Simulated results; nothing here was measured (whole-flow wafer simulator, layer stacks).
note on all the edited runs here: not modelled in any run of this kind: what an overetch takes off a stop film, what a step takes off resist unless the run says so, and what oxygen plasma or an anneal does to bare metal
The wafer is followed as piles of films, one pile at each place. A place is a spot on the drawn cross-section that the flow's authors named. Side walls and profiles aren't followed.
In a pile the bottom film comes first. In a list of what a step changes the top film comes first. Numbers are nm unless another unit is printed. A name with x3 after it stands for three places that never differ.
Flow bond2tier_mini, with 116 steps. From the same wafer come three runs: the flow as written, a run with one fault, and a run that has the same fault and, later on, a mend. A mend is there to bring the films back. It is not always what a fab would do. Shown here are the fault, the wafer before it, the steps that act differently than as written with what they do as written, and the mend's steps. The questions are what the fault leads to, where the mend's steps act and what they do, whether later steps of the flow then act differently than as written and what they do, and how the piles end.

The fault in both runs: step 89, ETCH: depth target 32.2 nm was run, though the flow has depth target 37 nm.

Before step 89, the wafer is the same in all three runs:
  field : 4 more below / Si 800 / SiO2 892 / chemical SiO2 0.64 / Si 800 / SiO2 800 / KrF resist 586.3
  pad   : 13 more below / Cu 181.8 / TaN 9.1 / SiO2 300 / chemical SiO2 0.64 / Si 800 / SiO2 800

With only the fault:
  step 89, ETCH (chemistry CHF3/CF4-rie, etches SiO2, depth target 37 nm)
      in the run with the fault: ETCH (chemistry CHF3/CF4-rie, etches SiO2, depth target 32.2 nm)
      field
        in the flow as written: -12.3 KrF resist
        in the run with the fault: -10.7 KrF resist
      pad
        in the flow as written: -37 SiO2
        in the run with the fault: -32.2 SiO2
  None of the later steps of the flow differs from how it acts as written, at any place that is followed, by more than 2% or 0.5 nm, whichever is larger.
  At pad, the piles at the end differ from the flow's by more than 2% or 0.5 nm, whichever is larger.
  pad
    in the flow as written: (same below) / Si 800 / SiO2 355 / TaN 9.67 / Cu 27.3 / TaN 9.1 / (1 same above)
    in the run with the fault: (same below) / Si 800 / SiO2 359.8 / TaN 9.71 / Cu 22.5 / TaN 9.1 / (1 same above)

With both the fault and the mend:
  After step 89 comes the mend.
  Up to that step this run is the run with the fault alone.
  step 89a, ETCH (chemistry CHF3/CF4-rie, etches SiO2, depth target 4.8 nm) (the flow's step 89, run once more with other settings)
      field
        -1.6 KrF resist
      pad
        -4.8 SiO2
  None of the later steps of the flow acts differently than as written at any place that is followed.
  The piles end the same as the flow's at every place that both follow.
